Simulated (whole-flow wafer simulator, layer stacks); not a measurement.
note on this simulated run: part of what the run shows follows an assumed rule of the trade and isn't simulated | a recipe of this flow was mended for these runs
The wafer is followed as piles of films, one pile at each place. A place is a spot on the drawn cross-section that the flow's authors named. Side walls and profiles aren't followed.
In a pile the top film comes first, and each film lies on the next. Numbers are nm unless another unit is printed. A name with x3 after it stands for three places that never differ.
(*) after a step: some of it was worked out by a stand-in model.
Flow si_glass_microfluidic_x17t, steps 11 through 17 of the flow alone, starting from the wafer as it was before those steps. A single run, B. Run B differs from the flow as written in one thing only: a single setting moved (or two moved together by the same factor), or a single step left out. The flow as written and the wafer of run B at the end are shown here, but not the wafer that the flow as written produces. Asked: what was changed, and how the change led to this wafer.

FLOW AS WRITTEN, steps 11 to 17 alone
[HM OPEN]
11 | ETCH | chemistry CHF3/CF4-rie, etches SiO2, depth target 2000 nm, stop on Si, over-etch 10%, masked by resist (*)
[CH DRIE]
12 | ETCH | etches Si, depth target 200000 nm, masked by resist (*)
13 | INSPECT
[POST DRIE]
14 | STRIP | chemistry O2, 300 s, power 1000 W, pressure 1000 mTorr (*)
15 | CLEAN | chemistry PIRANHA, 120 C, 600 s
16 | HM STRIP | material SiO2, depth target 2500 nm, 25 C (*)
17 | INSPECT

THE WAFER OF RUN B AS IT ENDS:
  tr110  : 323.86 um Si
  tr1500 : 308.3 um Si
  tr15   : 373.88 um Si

What caused this: step 11, ETCH: depth target 3200 nm was run, while the flow as written has depth target 2000 nm.

How this came from the change, step by step:
  11 | ETCH | chemistry CHF3/CF4-rie, etches SiO2, depth target 2000 nm, stop on Si, over-etch 10%, masked by resist (*)
      tr110, tr1500, tr15: SiO2 loses 2000 (all of it), Si loses 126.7 (it would be, as written: SiO2 loses 2000 (all of it), Si loses 16.7)
      land: thick-i-line-resist loses 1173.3 (it would be, as written: thick-i-line-resist loses 733.3)
  12 | ETCH | etches Si, depth target 200000 nm, masked by resist (*)
      tr1500: Si loses 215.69 um (it would be, as written: Si loses 215.73 um)
      tr15: Si loses 150.11 um (it would be, as written: Si loses 149.99 um)
  14 | STRIP | chemistry O2, 300 s, power 1000 W, pressure 1000 mTorr (*)
      land: thick-i-line-resist loses 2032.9 (all of it) (it would be, as written: thick-i-line-resist loses 2472.3 (all of it))
